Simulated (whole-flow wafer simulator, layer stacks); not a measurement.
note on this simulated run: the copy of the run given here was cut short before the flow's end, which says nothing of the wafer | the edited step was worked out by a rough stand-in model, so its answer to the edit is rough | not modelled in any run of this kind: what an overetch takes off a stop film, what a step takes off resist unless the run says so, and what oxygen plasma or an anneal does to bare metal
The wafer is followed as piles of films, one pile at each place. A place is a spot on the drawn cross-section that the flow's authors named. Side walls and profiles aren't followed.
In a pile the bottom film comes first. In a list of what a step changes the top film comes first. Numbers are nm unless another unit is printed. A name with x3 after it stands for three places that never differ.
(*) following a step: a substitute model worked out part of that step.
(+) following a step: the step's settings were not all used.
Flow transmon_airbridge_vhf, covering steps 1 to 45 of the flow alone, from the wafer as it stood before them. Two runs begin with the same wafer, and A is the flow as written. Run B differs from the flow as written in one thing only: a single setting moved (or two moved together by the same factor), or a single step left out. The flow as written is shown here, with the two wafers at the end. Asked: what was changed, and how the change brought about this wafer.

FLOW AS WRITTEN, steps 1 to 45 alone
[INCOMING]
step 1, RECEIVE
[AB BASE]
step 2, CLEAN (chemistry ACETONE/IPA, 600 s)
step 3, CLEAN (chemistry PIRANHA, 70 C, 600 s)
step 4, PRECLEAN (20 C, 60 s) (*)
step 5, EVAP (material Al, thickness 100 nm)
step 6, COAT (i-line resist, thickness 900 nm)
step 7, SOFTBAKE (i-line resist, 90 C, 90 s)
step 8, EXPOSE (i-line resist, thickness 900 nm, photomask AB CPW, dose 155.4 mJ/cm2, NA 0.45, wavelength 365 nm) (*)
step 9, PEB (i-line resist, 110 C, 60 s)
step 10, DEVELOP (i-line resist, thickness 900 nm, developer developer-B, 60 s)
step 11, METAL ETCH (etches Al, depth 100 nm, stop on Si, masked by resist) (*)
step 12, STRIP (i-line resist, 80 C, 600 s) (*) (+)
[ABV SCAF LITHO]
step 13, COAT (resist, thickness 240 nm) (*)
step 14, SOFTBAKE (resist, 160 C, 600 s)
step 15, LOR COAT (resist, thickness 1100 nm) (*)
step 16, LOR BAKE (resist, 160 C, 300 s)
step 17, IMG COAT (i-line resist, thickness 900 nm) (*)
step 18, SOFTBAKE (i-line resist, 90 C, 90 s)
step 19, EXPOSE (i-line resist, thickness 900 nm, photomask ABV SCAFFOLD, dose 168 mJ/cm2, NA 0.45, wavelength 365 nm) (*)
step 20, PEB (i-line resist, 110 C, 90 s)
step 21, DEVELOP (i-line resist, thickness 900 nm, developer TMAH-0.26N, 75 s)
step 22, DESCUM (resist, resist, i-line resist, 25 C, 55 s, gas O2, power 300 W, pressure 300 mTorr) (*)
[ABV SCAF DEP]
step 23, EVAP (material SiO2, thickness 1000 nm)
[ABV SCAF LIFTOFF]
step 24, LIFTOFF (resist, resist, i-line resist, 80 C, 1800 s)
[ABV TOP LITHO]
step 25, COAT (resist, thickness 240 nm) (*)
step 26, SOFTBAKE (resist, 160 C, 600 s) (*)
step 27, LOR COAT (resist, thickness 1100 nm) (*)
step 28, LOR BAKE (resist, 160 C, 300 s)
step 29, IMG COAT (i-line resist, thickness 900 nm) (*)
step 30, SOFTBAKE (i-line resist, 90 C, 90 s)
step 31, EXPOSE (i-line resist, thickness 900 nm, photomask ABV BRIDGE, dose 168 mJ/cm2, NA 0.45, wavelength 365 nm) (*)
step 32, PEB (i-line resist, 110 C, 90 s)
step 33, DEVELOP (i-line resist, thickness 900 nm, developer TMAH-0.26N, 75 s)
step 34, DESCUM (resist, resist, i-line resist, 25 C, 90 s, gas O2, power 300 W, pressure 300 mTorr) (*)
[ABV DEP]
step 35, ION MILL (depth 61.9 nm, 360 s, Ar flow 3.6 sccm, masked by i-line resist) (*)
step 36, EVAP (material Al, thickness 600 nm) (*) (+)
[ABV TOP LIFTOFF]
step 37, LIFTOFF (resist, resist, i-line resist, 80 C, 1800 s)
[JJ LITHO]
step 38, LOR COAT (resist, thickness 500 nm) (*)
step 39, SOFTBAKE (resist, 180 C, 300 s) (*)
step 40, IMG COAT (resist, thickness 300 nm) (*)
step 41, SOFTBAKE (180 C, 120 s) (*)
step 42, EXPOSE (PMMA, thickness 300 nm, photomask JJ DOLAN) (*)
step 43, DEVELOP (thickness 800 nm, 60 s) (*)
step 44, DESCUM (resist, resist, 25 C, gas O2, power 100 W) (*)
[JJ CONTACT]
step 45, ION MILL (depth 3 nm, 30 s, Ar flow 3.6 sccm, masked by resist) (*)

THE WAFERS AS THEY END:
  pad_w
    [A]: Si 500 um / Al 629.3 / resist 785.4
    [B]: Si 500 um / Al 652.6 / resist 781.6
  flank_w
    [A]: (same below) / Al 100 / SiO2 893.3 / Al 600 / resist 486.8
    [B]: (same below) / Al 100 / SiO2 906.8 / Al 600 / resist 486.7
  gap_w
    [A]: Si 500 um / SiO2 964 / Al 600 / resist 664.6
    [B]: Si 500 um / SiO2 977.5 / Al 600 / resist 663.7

The reason: step 35, ION MILL: depth 38.7 nm was run, while the flow as written has depth 61.9 nm; step 35, ION MILL: 225 s was run, where the flow has 360 s.

The path from the change to this, step by step:
  step 35, ION MILL (depth 61.9 nm, 360 s, Ar flow 3.6 sccm, masked by i-line resist) (*)
      field x3, jj_line, ground_far, trace_open_s x2, margin_s, margin_n: A i-line resist loses 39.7 | B i-line resist loses 24.8
      flank_w, gap_w, cpw_trace, gap_e, flank_e, bridge_strip: A SiO2 loses 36 | B SiO2 loses 22.5
      (also at 2 further places)
  step 37, LIFTOFF (resist, resist, i-line resist, 80 C, 1800 s)
      field x3, jj_line, trace_open_s x2: A Al loses 600 (all of it), i-line resist loses 600 (all of it), resist loses 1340 (all of it) | B Al loses 600 (all of it), i-line resist loses 614.9 (all of it), resist loses 1340 (all of it)
      margin_s, margin_n: A Al loses 600 (all of it), i-line resist loses 318.3 (all of it), resist loses 992 (all of it) | B Al loses 600 (all of it), i-line resist loses 333.2 (all of it), resist loses 992 (all of it)
      (also at 1 further place)
